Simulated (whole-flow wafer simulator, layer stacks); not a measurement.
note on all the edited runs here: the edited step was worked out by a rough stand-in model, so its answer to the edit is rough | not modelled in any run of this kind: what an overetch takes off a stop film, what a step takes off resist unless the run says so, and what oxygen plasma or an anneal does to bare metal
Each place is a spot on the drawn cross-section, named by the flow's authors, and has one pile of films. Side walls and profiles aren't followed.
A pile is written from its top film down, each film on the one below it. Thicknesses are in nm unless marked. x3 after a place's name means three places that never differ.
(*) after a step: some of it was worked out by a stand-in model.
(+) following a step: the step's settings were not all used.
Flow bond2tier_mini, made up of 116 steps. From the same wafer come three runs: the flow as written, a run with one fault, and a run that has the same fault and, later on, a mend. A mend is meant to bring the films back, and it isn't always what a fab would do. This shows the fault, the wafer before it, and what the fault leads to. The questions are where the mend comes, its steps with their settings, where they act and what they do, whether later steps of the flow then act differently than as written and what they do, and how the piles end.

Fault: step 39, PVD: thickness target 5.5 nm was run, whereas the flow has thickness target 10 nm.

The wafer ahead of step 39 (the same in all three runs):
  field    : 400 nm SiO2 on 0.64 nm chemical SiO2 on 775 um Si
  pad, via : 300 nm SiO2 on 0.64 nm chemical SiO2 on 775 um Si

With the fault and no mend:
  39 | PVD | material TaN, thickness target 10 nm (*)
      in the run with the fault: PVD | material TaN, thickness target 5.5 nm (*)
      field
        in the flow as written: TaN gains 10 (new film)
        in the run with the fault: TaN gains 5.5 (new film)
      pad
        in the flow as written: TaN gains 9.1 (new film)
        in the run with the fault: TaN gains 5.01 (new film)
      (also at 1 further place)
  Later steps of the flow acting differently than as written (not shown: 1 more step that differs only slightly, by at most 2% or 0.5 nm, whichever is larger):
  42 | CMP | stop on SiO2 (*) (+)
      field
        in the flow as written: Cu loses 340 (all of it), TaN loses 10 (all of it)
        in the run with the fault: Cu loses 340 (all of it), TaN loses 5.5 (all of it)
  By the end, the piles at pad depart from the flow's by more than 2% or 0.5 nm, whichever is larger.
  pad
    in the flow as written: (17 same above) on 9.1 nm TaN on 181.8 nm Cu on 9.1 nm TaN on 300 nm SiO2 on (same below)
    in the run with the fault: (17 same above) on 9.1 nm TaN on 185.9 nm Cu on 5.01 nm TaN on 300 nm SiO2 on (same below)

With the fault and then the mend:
  The mend stands after step 39.
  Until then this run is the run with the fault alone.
  39a | PVD | material TaN, thickness target 4.5 nm (*) (the flow's step 39, run once more with other settings)
      field
        TaN gains 4.5
      pad
        TaN gains 4.09
      via
        TaN gains 4.49
  Later steps of the flow that are run all act as written at every place that is followed.
  At every place that both follow, the piles at the end match the flow's.
